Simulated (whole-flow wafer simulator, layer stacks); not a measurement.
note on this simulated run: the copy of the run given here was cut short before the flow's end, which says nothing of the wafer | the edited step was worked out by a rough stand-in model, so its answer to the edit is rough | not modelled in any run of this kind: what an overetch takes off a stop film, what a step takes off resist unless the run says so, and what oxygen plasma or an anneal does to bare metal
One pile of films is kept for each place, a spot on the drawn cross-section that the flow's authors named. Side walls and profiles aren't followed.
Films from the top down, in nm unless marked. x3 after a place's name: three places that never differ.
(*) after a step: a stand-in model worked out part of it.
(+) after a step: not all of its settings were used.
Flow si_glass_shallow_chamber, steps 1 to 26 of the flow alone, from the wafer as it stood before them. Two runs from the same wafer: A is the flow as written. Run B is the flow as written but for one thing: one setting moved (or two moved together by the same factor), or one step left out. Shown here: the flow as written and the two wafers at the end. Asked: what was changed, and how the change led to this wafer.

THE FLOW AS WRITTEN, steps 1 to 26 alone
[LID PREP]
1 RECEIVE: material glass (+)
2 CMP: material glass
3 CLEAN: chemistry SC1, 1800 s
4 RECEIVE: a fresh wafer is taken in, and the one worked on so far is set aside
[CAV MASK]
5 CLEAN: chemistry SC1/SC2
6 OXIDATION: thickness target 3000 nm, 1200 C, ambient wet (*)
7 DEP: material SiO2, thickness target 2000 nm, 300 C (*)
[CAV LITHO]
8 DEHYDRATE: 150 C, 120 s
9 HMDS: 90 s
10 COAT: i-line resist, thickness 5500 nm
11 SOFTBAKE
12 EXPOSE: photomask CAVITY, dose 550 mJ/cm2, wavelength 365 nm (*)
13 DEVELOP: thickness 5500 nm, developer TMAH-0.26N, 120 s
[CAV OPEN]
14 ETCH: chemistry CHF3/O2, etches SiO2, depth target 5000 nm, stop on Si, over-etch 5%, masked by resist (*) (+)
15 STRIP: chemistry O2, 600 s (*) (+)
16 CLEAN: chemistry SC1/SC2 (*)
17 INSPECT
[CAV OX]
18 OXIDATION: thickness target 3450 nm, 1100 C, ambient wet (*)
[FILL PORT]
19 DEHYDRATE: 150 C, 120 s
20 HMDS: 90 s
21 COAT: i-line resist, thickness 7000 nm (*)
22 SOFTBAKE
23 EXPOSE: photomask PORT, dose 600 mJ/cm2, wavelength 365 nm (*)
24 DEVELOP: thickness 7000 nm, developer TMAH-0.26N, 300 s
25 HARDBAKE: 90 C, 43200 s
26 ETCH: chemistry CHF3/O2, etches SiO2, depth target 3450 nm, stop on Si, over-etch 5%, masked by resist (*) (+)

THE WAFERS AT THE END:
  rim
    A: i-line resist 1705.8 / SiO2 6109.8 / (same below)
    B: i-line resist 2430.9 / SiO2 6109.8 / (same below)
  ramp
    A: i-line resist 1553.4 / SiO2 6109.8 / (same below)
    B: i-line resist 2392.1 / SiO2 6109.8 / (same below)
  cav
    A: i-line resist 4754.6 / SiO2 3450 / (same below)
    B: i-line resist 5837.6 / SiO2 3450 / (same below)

The cause: step 21, COAT: thickness 8050 nm was run, where the flow has thickness 7000 nm.

How the change led to this, step by step:
  21 COAT: i-line resist, thickness 7000 nm (*)
      rim: A i-line resist +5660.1 (new film) | B i-line resist +6675.2 (new film)
      ramp: A i-line resist +5087.8 (new film) | B i-line resist +6094.8 (new film)
      (and at 4 more places)
  22 SOFTBAKE
      rim: A i-line resist -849 | B i-line resist -1110.5
      ramp: A i-line resist -434.5 | B i-line resist -570.6
      (and at 4 more places)
  24 DEVELOP: thickness 7000 nm, developer TMAH-0.26N, 300 s
      port: A i-line resist -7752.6 (all of it) | B i-line resist -9099.8 (all of it)
  25 HARDBAKE: 90 C, 43200 s
      rim: A i-line resist -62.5 | B i-line resist -91
      ramp: A i-line resist -57.1 | B i-line resist -89.4
      (and at 3 more places)
